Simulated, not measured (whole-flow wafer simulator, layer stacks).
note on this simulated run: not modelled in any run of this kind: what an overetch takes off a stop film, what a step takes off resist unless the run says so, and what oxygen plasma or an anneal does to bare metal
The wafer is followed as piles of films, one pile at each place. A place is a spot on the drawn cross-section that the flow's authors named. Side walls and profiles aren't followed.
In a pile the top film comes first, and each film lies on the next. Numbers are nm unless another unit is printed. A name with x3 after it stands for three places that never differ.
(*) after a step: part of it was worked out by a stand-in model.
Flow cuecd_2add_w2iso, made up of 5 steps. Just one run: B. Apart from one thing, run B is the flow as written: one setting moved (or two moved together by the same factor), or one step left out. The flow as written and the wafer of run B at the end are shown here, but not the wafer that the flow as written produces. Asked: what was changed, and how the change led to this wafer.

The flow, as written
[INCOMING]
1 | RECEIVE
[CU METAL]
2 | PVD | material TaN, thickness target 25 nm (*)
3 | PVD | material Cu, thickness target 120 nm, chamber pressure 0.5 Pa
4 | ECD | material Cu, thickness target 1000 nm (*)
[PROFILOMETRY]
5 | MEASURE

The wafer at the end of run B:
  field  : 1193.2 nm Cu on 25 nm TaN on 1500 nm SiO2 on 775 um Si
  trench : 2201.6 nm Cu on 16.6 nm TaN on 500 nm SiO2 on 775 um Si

What caused this: step 3, PVD: thickness target 193.2 nm was run, whereas the flow has thickness target 120 nm.

Step by step, how the change led to this:
  3 | PVD | material Cu, thickness target 120 nm, chamber pressure 0.5 Pa
      field: Cu gains 193.2 (new film) (it would be, as written: Cu gains 120 (new film))
      trench: Cu gains 129.6 (new film) (it would be, as written: Cu gains 80.8 (new film))
